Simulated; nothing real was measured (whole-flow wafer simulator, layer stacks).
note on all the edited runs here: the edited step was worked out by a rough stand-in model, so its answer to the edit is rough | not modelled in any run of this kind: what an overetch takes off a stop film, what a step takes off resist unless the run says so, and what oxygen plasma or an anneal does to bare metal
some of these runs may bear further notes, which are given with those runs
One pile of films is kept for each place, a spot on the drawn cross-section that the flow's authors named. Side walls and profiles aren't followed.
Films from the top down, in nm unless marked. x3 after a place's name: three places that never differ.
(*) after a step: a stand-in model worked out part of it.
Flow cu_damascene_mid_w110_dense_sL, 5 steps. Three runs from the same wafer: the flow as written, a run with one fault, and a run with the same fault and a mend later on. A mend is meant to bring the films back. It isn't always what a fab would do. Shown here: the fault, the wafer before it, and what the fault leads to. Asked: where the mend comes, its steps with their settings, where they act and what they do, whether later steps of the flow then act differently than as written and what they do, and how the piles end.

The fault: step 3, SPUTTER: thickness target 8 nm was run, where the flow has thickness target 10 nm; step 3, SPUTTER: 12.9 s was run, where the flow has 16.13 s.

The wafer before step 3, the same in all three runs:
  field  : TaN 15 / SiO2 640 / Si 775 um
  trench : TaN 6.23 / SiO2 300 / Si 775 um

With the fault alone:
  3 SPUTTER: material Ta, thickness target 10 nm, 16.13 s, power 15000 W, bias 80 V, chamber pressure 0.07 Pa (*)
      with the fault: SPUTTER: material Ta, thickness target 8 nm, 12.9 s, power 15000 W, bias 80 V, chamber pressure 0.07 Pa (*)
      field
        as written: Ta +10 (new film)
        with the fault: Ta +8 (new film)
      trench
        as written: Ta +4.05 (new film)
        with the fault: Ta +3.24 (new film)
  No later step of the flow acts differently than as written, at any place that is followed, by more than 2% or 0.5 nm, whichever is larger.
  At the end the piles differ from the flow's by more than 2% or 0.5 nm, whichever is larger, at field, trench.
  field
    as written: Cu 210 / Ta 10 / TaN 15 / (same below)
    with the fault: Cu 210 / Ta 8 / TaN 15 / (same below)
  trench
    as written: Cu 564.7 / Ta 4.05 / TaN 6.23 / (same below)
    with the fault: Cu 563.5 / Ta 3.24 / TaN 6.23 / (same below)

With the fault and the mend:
  The mend comes after step 3.
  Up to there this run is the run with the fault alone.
  3a SPUTTER: material Ta, thickness target 2 nm, 3.226 s, power 15000 W, bias 80 V, chamber pressure 0.07 Pa (*) (the flow's step 3 once more, with other settings)
      field
        Ta +2
      trench
        Ta +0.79
  No later step of the flow acts differently than as written at any place that is followed.
  At the end the piles differ from the flow's only slightly at the places that both follow, by at most 2% or 0.5 nm, whichever is larger.
